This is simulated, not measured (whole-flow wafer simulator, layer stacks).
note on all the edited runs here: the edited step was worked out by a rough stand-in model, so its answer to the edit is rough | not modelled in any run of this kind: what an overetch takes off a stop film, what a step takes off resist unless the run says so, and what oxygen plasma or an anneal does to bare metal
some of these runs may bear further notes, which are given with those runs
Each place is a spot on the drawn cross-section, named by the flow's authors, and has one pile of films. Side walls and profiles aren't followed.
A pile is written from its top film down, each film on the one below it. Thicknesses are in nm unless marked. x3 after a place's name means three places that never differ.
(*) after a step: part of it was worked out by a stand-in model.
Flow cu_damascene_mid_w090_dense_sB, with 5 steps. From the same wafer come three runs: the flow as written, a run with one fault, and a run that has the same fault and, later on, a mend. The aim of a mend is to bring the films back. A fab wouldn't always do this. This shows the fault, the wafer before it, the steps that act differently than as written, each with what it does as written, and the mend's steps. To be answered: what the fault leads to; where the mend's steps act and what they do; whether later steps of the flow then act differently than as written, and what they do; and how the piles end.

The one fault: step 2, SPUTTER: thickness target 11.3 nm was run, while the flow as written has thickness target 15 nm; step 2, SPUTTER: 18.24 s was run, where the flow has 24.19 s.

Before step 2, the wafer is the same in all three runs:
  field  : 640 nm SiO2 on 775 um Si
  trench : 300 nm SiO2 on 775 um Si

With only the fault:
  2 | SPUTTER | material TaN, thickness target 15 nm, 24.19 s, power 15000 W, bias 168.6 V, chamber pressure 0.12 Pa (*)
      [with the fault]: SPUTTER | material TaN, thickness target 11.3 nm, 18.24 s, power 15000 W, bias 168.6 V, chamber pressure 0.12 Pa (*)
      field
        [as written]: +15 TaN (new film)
        [with the fault]: +11.3 TaN (new film)
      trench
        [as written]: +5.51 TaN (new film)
        [with the fault]: +4.15 TaN (new film)
  None of the later steps of the flow differs from how it acts as written, at any place that is followed, by more than 2% or 0.5 nm, whichever is larger.
  At field, trench, the piles at the end differ from the flow's by more than 2% or 0.5 nm, whichever is larger.
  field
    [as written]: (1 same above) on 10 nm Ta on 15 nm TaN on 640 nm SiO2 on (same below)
    [with the fault]: (1 same above) on 10 nm Ta on 11.3 nm TaN on 640 nm SiO2 on (same below)
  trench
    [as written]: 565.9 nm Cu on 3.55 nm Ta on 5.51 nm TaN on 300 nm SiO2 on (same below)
    [with the fault]: 563.5 nm Cu on 3.6 nm Ta on 4.15 nm TaN on 300 nm SiO2 on (same below)

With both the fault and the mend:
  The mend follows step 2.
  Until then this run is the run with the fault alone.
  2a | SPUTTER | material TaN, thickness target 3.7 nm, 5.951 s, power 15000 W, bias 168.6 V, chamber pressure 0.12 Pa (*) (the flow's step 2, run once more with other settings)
      field
        +3.7 TaN
      trench
        +1.3 TaN
  None of the later steps of the flow differs from how it acts as written, at any place that is followed, by more than 2% or 0.5 nm, whichever is larger.
  The piles end only slightly different from the flow's at the places that both follow, by no more than 2% or 0.5 nm, whichever is larger.
